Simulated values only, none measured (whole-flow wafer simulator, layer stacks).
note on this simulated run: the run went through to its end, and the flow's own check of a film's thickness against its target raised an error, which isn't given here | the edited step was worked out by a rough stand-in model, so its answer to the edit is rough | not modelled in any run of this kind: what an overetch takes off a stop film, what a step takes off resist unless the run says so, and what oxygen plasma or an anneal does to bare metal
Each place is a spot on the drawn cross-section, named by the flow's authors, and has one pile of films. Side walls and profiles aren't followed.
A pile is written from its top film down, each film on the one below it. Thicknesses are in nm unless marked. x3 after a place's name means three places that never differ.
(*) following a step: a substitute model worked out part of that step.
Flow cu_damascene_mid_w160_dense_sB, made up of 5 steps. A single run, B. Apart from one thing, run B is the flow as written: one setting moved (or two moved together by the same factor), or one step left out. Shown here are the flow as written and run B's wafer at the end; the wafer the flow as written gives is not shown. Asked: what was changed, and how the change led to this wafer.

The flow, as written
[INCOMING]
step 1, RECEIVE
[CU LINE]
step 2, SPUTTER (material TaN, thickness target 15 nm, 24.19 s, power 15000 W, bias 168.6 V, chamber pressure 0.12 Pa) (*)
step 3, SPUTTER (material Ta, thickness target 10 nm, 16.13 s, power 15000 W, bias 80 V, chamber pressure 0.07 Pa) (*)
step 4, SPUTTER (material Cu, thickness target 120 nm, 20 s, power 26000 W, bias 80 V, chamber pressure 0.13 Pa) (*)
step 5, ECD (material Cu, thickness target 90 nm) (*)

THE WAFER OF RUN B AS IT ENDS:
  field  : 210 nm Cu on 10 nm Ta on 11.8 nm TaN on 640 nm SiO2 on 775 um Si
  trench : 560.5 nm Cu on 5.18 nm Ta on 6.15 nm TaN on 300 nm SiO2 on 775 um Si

The reason: step 2, SPUTTER: power 11820 W was run, while the flow as written has power 15000 W.

The path from the change to this, step by step:
  step 2, SPUTTER (material TaN, thickness target 15 nm, 24.19 s, power 15000 W, bias 168.6 V, chamber pressure 0.12 Pa) (*)
      field: TaN gains 11.8 (new film) (it would be, as written: TaN gains 15 (new film))
      trench: TaN gains 6.15 (new film) (it would be, as written: TaN gains 7.82 (new film))
